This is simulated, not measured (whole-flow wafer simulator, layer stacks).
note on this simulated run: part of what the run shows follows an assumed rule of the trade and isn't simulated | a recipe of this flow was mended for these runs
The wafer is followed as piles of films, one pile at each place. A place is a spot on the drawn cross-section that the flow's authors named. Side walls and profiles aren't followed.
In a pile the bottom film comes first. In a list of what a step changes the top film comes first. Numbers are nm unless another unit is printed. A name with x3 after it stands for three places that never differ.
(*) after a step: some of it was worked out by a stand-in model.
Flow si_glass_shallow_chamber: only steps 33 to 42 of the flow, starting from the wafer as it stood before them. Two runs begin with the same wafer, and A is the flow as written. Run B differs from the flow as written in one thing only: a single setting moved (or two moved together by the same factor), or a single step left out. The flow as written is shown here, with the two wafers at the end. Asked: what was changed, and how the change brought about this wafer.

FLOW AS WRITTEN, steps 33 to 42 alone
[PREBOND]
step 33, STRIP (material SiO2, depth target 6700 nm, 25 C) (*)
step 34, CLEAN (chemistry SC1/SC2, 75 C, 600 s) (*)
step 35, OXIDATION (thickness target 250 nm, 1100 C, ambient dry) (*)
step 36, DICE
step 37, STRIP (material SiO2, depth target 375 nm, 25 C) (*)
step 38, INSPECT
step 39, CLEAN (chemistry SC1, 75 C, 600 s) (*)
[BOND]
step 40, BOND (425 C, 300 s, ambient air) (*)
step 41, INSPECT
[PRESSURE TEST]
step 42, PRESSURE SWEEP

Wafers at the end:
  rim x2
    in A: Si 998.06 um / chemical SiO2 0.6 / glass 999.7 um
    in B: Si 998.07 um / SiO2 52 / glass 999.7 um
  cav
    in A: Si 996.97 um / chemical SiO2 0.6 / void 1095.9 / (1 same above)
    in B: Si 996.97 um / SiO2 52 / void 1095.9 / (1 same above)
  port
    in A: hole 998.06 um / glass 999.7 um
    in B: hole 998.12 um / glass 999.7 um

What caused this: step 37, STRIP: depth target 150 nm was run, though the flow has depth target 375 nm.

The path from the change to this, step by step:
  step 37, STRIP (material SiO2, depth target 375 nm, 25 C) (*)
      rim x2, cav, septum, ring: A -250 SiO2 (all of it) | B -195 SiO2
  step 39, CLEAN (chemistry SC1, 75 C, 600 s) (*)
      rim x2, cav, septum, ring: A +0.6 chemical SiO2 (new film), -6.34 Si | B -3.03 SiO2
  step 40, BOND (425 C, 300 s, ambient air) (*)
      port: A +999.7 um glass (new film), +1017.3 hole | B +999.7 um glass (new film), +1075 hole
